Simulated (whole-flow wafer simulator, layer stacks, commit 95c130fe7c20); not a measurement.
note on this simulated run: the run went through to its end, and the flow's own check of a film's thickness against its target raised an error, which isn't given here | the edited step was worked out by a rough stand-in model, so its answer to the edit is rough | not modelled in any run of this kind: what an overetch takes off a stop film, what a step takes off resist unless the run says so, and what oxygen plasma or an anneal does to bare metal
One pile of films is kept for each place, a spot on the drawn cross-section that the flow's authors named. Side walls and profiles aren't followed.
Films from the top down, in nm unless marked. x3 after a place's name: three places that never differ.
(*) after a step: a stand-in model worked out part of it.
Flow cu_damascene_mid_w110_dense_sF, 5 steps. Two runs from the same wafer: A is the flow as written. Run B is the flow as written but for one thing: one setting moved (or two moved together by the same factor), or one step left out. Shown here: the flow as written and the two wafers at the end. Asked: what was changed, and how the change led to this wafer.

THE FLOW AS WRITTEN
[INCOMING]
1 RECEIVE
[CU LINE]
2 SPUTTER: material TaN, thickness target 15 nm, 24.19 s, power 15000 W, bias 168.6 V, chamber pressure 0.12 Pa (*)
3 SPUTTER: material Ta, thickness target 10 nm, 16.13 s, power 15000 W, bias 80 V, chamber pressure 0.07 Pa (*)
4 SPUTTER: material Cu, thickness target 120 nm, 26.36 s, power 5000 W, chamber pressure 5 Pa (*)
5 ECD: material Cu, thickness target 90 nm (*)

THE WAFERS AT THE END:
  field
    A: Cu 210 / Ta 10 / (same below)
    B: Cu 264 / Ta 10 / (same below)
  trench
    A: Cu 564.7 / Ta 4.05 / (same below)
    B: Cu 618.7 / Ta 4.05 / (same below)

The cause: step 5, ECD: thickness target 144 nm was run, where the flow has thickness target 90 nm.

How the change led to this, step by step:
  5 ECD: material Cu, thickness target 90 nm (*)
      field: A Cu +90 | B Cu +144
      trench: A Cu +529 | B Cu +583
